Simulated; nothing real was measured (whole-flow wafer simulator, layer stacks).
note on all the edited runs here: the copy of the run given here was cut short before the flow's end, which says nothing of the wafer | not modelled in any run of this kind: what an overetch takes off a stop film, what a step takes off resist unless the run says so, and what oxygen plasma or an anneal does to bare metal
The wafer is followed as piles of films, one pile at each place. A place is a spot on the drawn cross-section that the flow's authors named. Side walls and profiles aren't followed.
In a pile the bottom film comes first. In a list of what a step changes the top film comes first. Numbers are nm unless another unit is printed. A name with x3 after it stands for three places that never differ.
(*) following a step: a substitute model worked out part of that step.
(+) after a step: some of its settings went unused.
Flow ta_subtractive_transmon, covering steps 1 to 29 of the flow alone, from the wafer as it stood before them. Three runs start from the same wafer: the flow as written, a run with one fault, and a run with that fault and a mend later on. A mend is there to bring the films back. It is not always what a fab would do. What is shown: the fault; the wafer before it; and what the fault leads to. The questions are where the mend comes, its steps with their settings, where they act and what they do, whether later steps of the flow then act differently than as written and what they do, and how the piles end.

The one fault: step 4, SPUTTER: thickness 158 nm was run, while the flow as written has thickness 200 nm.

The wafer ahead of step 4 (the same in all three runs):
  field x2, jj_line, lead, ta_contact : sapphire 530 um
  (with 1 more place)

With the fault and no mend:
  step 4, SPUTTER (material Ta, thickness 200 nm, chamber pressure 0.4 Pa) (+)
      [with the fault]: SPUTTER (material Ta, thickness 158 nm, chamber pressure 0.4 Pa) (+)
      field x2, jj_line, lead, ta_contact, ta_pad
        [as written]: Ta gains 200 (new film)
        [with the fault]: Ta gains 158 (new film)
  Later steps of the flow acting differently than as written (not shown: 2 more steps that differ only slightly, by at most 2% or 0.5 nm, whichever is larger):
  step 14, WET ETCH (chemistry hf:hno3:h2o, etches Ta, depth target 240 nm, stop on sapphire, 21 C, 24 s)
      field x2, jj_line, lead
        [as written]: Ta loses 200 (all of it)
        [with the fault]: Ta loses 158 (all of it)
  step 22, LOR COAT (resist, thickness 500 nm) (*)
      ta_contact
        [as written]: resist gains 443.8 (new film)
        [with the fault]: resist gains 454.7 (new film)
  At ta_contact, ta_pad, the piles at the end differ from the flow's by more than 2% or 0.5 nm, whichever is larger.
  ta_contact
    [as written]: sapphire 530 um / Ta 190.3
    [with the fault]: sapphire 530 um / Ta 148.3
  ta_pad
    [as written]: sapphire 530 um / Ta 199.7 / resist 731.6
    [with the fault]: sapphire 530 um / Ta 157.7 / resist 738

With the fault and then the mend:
  After step 5 comes the mend.
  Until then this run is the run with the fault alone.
  step 5a, SPUTTER (material Ta, thickness 42 nm, chamber pressure 0.4 Pa) (+) (a further turn of the flow's step 4, with different settings)
      field x2, jj_line, lead, ta_contact, ta_pad
        Ta gains 42
  Every later step of the flow that is run acts as written at every place that is followed.
  At every place that both follow, the piles at the end match the flow's.
